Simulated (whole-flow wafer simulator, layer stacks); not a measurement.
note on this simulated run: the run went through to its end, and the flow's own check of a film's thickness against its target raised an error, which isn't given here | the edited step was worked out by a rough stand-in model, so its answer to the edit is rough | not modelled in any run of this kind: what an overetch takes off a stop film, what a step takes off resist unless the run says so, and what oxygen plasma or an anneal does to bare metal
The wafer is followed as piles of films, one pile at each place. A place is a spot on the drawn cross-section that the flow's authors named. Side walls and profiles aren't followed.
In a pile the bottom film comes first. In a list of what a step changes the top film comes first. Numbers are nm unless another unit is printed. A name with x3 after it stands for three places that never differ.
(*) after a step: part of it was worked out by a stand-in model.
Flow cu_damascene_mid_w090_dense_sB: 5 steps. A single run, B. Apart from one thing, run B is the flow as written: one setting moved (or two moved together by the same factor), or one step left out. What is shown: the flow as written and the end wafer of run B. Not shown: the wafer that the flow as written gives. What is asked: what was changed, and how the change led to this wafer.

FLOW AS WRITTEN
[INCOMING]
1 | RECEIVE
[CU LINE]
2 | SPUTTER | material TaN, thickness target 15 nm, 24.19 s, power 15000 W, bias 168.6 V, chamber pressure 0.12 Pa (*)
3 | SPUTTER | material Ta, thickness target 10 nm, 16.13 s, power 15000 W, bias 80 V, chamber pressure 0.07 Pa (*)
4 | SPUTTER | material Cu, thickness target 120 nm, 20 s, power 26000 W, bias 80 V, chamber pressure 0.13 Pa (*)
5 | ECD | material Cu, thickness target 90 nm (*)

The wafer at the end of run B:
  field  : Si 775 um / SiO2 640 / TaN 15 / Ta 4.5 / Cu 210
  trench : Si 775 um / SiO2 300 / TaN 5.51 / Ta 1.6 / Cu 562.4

Cause: step 3, SPUTTER: thickness target 4.5 nm was run, while the flow as written has thickness target 10 nm; step 3, SPUTTER: 7.26 s was run, where the flow has 16.13 s.
The wafer lets one read it off: field has Ta 4.5, and step 3 as written asks for 10 nm.

How this came from the change, step by step:
  3 | SPUTTER | material Ta, thickness target 10 nm, 16.13 s, power 15000 W, bias 80 V, chamber pressure 0.07 Pa (*)
      field: +4.5 Ta (new film) (as written it would have been: +10 Ta (new film))
      trench: +1.6 Ta (new film) (as written it would have been: +3.55 Ta (new film))
